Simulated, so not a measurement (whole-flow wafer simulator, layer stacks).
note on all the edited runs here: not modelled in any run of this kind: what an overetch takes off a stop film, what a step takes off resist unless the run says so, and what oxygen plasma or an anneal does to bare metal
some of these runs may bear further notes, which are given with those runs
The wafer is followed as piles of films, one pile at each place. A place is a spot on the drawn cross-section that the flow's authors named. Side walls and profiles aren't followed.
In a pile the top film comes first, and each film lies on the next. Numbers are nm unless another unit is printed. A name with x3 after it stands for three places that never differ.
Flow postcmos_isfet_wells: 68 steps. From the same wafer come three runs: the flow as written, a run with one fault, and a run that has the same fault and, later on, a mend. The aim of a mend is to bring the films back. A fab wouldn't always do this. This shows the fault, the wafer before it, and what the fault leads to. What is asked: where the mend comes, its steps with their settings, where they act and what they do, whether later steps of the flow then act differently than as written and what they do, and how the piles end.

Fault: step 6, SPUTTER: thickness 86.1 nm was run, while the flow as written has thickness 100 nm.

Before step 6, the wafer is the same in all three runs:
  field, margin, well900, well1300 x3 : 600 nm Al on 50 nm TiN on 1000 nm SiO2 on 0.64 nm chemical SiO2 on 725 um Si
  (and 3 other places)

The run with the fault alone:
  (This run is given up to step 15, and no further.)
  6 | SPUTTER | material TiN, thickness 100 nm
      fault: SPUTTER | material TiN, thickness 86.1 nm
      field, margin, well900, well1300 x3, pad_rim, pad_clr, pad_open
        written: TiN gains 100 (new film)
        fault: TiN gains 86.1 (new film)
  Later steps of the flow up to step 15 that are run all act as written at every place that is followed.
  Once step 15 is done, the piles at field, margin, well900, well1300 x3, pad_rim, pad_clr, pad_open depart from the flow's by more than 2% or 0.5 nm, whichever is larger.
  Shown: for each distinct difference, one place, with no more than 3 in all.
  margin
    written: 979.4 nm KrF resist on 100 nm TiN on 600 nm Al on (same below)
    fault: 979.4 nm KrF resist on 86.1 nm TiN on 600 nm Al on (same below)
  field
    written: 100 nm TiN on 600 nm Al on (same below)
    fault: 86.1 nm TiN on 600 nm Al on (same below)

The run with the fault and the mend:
  After step 6 comes the mend.
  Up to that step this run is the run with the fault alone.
  6a | ETCH | chemistry peroxide tin strip, depth target 99.01 nm
      field, margin, well900, well1300 x3, pad_rim, pad_clr, pad_open
        TiN loses 86.1 (all of it)
  6b | SPUTTER | material TiN, thickness 100 nm (the flow's step 6 again)
      field, margin, well900, well1300 x3, pad_rim, pad_clr, pad_open
        TiN gains 100 (new film)
  Later steps of the flow that are run all act as written at every place that is followed.
  The piles end the same as the flow's at every place that both follow.
